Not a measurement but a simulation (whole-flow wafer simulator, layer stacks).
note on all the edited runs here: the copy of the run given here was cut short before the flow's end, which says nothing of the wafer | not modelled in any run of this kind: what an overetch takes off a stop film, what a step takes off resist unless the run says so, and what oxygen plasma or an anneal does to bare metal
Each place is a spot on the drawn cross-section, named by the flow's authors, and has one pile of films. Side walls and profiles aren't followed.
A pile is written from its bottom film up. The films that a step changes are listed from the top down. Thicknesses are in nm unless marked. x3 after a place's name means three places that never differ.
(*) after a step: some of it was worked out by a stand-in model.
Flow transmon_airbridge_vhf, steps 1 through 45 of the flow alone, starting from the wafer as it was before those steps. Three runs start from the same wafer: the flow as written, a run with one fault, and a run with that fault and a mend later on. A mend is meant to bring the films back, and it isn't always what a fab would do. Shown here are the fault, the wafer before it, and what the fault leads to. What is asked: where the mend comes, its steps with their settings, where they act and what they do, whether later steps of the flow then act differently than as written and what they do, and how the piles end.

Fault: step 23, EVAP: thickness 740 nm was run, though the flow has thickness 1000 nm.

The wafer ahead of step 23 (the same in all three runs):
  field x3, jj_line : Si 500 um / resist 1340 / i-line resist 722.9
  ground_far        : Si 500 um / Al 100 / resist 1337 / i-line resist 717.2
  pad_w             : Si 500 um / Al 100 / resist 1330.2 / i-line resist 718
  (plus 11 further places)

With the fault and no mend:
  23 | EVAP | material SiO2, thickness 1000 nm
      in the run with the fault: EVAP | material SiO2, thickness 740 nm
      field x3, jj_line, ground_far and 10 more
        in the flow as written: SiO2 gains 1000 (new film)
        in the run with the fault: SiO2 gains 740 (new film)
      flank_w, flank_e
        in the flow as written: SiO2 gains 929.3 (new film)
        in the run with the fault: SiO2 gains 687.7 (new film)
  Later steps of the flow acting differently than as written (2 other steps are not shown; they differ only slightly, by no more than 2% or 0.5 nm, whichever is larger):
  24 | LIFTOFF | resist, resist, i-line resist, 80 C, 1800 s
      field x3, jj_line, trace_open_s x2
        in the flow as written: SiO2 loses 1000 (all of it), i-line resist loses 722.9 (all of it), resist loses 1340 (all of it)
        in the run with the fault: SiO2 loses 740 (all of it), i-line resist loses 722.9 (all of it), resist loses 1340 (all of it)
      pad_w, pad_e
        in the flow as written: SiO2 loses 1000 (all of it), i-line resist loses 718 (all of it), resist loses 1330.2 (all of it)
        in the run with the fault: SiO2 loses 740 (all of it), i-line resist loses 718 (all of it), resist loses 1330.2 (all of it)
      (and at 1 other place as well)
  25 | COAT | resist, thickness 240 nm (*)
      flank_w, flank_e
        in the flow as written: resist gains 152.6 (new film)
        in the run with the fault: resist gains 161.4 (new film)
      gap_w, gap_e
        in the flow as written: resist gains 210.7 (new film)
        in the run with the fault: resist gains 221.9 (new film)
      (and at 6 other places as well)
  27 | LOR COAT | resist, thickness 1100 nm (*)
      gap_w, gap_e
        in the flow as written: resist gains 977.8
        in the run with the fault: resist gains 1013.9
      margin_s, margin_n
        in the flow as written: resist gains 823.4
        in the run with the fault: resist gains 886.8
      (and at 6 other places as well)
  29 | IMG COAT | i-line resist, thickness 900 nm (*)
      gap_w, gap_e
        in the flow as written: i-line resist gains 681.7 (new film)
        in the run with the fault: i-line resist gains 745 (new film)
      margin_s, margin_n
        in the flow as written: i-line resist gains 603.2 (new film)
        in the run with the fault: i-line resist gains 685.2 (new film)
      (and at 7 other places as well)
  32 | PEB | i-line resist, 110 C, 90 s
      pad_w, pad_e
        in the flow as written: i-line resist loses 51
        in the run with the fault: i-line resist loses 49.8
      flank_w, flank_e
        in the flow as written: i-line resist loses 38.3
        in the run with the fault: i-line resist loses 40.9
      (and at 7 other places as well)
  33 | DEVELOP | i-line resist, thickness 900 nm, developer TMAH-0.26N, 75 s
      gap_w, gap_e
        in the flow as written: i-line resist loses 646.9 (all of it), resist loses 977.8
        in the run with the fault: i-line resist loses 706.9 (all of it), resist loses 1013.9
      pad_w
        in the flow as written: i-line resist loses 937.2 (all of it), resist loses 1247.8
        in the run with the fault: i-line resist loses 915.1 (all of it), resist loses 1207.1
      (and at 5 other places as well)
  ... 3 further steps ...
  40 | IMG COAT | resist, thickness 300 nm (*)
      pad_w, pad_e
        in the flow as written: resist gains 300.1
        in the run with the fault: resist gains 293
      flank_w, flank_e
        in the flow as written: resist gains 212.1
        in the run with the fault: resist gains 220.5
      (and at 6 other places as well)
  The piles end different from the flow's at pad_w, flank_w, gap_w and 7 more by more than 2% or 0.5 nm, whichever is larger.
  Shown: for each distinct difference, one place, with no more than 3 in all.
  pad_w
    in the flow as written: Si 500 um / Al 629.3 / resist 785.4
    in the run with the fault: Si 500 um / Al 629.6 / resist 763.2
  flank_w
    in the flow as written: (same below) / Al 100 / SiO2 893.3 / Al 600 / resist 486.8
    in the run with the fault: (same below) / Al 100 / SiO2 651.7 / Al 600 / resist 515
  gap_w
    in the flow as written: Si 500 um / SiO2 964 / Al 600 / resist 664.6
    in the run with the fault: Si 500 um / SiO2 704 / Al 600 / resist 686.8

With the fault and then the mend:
  The mend stands after step 23.
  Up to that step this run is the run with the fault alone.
  23a | EVAP | material SiO2, thickness 260 nm (the flow's step 23 again, with other settings)
      field x3, jj_line, ground_far and 10 more
        SiO2 gains 260
      flank_w, flank_e
        SiO2 gains 241.9
  None of the later steps of the flow differs from how it acts as written, at any place that is followed, by more than 2% or 0.5 nm, whichever is larger.
  At the end the piles are close to the flow's at the places that both follow, differing by at most 2% or 0.5 nm, whichever is larger.
